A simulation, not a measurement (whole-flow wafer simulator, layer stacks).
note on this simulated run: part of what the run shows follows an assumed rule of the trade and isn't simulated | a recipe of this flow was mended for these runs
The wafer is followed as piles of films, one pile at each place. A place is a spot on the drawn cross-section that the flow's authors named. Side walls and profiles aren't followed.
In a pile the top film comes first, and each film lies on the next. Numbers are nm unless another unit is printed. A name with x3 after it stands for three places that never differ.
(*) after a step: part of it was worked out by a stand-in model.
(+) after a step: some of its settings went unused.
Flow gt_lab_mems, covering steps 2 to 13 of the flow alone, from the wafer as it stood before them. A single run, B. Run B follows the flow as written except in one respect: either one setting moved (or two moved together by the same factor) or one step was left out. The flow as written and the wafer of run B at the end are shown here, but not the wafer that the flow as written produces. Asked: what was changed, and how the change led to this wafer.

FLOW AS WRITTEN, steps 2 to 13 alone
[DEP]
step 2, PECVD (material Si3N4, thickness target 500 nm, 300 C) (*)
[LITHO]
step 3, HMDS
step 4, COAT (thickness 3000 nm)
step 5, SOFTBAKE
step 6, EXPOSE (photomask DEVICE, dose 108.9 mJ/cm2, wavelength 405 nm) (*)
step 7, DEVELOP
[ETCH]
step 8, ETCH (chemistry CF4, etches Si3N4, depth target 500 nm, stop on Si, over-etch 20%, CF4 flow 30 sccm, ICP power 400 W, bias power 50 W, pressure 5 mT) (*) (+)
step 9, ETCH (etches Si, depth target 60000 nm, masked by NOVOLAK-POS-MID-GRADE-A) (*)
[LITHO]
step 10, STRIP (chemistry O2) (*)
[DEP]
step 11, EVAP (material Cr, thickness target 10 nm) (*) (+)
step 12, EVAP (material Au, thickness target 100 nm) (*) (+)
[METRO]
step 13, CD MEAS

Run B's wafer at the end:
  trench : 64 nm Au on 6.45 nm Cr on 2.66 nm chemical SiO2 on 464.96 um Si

Cause: step 8, ETCH: depth target 560 nm was run, whereas the flow has depth target 500 nm.

Step by step, how the change led to this:
  step 8, ETCH (chemistry CF4, etches Si3N4, depth target 500 nm, stop on Si, over-etch 20%, CF4 flow 30 sccm, ICP power 400 W, bias power 50 W, pressure 5 mT) (*) (+)
      field: -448 g/i-line-resist (in the flow as written it would be: -400 g/i-line-resist)
      trench: -500 Si3N4 (all of it), -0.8 chemical SiO2 (all of it), -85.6 Si (in the flow as written it would be: -500 Si3N4 (all of it), -0.8 chemical SiO2 (all of it), -49.6 Si)
  step 10, STRIP (chemistry O2) (*)
      field: -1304 g/i-line-resist (all of it) (in the flow as written it would be: -1352 g/i-line-resist (all of it))
